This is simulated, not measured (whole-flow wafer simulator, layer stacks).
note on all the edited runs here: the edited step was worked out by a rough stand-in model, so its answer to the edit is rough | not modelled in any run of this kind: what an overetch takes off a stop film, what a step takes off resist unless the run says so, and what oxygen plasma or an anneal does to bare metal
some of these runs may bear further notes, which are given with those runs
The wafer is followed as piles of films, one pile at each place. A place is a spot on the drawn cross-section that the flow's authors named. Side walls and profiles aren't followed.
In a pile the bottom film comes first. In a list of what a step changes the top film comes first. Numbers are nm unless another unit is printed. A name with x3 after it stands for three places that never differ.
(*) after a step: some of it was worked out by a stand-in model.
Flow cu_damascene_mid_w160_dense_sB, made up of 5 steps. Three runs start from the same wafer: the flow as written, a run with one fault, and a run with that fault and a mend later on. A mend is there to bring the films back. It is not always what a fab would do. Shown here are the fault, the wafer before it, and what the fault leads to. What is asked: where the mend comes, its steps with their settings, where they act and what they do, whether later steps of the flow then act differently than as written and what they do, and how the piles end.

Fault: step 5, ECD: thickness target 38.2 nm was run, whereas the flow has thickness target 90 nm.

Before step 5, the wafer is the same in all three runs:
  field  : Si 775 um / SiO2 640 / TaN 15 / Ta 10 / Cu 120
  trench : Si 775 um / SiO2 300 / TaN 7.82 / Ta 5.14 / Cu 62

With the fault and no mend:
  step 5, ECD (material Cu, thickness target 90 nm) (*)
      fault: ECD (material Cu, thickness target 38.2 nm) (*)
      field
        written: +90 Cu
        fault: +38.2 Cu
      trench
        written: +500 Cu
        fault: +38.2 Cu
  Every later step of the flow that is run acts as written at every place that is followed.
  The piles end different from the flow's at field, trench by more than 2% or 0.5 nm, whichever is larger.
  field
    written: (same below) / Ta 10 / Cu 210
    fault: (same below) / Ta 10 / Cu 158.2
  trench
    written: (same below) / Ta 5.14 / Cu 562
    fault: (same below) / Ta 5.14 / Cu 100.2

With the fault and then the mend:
  After step 5 comes the mend.
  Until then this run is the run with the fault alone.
  step 5a, ECD (material Cu, thickness target 51.8 nm) (*) (a further turn of the flow's step 5, with different settings)
      field
        +51.8 Cu
      trench
        +461.8 Cu
  Every later step of the flow that is run acts as written at every place that is followed.
  At every place that both follow, the piles at the end match the flow's.
